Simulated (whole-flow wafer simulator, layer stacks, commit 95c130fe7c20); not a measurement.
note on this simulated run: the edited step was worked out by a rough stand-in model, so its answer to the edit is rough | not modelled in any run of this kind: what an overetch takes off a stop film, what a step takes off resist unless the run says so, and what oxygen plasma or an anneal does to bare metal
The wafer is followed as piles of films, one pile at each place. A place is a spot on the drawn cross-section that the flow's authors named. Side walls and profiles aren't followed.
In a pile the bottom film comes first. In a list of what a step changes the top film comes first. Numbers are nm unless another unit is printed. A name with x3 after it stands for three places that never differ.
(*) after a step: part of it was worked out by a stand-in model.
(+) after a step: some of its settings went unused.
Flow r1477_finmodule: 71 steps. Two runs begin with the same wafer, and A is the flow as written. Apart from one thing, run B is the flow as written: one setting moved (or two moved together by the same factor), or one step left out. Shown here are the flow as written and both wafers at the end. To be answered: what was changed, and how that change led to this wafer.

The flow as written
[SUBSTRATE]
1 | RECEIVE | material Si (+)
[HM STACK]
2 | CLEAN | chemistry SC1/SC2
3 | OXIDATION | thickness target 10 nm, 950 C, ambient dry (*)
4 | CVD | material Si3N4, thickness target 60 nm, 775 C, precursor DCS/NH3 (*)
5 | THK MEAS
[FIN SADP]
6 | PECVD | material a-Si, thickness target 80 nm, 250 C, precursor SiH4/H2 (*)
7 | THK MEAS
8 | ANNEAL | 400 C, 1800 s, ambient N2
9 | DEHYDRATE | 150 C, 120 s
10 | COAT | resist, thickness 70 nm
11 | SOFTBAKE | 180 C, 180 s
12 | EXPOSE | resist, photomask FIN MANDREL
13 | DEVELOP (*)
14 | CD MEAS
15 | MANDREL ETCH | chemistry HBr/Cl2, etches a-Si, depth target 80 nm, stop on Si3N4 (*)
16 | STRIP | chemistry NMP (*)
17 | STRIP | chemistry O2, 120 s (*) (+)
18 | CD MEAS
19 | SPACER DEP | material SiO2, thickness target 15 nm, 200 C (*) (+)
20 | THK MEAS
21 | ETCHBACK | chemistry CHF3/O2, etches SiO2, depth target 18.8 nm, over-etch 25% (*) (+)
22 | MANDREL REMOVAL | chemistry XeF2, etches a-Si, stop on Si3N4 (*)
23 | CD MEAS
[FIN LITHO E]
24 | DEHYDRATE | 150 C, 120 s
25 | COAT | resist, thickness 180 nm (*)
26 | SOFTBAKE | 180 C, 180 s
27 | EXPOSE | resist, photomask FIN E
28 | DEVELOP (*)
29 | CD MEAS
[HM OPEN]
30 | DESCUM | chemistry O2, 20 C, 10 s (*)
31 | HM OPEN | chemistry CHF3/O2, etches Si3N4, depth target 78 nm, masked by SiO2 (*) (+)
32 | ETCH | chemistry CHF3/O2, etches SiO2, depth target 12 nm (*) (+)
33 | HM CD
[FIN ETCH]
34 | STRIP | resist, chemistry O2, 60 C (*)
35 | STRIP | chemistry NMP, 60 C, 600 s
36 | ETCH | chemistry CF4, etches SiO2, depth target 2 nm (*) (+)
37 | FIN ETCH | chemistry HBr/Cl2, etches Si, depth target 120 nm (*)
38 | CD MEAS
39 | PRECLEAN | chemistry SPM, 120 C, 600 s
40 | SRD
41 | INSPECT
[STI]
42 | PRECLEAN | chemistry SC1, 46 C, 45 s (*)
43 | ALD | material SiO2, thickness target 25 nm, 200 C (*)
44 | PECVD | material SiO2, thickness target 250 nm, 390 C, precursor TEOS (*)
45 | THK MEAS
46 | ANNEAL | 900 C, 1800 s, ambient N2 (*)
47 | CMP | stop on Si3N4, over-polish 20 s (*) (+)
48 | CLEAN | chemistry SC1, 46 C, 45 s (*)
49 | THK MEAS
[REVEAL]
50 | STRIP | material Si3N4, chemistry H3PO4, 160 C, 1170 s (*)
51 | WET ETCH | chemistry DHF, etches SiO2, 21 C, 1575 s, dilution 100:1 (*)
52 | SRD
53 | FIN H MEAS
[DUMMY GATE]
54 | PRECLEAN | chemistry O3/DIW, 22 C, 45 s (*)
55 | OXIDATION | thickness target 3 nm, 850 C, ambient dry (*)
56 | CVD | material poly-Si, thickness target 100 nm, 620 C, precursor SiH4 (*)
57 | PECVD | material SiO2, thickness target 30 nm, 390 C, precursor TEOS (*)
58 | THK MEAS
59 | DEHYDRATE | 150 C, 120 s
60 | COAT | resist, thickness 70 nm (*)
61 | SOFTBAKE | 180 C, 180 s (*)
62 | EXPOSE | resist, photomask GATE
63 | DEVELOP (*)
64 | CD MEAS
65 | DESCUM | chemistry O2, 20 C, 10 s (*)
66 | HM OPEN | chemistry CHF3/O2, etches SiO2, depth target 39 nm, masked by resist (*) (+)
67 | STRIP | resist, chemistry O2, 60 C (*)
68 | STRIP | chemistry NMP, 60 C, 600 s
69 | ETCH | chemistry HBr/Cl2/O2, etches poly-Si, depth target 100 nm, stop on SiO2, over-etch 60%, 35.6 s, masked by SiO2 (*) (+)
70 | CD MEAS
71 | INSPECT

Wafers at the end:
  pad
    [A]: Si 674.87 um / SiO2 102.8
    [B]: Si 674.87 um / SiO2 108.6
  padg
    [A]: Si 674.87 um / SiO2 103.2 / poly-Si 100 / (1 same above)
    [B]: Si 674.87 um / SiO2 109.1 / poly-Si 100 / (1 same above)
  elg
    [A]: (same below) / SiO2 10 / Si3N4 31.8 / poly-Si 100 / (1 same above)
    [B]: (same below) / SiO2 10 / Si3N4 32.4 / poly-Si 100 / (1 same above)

The reason: step 51, WET ETCH: 19.28 C was run, though the flow has 21 C.

How this came from the change, step by step:
  51 | WET ETCH | chemistry DHF, etches SiO2, 21 C, 1575 s, dilution 100:1 (*)
      pad, padg, e40sg and 12 more: A SiO2 loses 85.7 | B SiO2 loses 79.9
      elg, e40lg, e100lg, e200lg, elo, e40lo, e100lo, e200lo: A SiO2 loses 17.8 (all of it), Si3N4 loses 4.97 | B SiO2 loses 17.8 (all of it), Si3N4 loses 4.33
      (and at 7 other places as well)
  56 | CVD | material poly-Si, thickness target 100 nm, 620 C, precursor SiH4 (*)
      s40cg, s40co: A poly-Si gains 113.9 (new film) | B poly-Si gains 108.5 (new film)
      s45cg, s45co: A poly-Si gains 113.4 (new film) | B poly-Si gains 108 (new film)
      (and at 3 other places as well)
  60 | COAT | resist, thickness 70 nm (*)
      e40sg, e40so: A resist gains 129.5 (new film) | B resist gains 124.6 (new film)
      e100sg, e100so: A resist gains 129.4 (new film) | B resist gains 124.5 (new film)
      (and at 9 other places as well)
  63 | DEVELOP (*)
      eso: A resist loses 129.5 (all of it) | B resist loses 124.5 (all of it)
      e40so: A resist loses 129.5 (all of it) | B resist loses 124.6 (all of it)
      (and at 5 other places as well)
  67 | STRIP | resist, chemistry O2, 60 C (*)
      e40sg: A resist loses 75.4 (all of it) | B resist loses 70.4 (all of it)
      e100sg: A resist loses 75.3 (all of it) | B resist loses 70.4 (all of it)
      (and at 4 other places as well)
  69 | ETCH | chemistry HBr/Cl2/O2, etches poly-Si, depth target 100 nm, stop on SiO2, over-etch 60%, 35.6 s, masked by SiO2 (*) (+)
      s40co: A chemical SiO2 loses 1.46 (all of it), poly-Si loses 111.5 (all of it), SiO2 loses 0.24 | B chemical SiO2 loses 1.43 (all of it), poly-Si loses 106.1 (all of it), SiO2 loses 0.27
      s45co: A chemical SiO2 loses 1.46 (all of it), poly-Si loses 110.9 (all of it), SiO2 loses 0.25 | B chemical SiO2 loses 1.43 (all of it), poly-Si loses 105.6 (all of it), SiO2 loses 0.27
      (and at 1 other place as well)
